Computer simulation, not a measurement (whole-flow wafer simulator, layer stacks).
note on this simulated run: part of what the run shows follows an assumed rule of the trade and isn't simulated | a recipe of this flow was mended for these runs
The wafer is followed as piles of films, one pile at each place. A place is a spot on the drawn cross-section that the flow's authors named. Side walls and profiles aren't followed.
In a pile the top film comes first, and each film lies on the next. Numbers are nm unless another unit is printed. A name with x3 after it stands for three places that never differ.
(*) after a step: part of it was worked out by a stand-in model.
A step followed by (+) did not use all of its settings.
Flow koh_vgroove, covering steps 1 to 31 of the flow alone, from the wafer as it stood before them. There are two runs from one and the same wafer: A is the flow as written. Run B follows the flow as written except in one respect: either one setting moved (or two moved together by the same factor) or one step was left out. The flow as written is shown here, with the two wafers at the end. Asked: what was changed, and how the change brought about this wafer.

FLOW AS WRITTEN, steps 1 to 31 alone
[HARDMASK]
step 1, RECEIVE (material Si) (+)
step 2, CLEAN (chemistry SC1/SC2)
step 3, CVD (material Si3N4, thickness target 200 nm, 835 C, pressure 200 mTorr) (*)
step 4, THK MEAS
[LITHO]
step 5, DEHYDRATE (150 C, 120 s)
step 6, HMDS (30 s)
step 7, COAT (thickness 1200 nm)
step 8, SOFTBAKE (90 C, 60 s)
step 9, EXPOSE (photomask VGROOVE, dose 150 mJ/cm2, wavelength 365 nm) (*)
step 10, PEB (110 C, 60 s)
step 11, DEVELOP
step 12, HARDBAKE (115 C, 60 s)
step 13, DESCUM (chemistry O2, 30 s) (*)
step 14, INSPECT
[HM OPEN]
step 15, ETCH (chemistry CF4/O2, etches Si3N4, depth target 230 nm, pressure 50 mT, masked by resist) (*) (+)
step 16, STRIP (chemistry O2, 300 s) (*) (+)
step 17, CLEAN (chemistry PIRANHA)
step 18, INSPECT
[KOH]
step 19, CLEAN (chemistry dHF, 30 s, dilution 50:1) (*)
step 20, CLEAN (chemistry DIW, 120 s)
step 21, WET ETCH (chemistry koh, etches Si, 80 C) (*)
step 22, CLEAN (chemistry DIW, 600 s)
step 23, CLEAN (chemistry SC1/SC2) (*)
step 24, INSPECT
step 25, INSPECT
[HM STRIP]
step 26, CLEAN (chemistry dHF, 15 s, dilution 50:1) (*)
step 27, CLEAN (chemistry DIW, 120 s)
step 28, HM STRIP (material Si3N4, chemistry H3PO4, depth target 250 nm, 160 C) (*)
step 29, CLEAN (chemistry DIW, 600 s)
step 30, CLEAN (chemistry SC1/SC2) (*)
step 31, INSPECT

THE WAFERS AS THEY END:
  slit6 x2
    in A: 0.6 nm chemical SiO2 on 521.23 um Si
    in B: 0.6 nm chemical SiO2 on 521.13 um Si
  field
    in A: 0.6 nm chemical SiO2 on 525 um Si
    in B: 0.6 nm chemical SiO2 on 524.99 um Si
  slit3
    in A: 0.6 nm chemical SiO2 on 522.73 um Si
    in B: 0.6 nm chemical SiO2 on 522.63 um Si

The reason: step 3, CVD: thickness target 100 nm was run, though the flow has thickness target 200 nm.

How this came from the change, step by step:
  step 3, CVD (material Si3N4, thickness target 200 nm, 835 C, pressure 200 mTorr) (*)
      field, slit3, slit2, slit6 x2: A +200 Si3N4 (new film) | B +100 Si3N4 (new film)
  step 15, ETCH (chemistry CF4/O2, etches Si3N4, depth target 230 nm, pressure 50 mT, masked by resist) (*) (+)
      slit3, slit2, slit6 x2: A -200 Si3N4 (all of it), -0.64 chemical SiO2 (all of it), -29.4 Si | B -100 Si3N4 (all of it), -0.64 chemical SiO2 (all of it), -129.4 Si
  step 28, HM STRIP (material Si3N4, chemistry H3PO4, depth target 250 nm, 160 C) (*)
      field: A -198.7 Si3N4 (all of it), -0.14 chemical SiO2, -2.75 Si | B -98.7 Si3N4 (all of it), -0.14 chemical SiO2, -7.75 Si
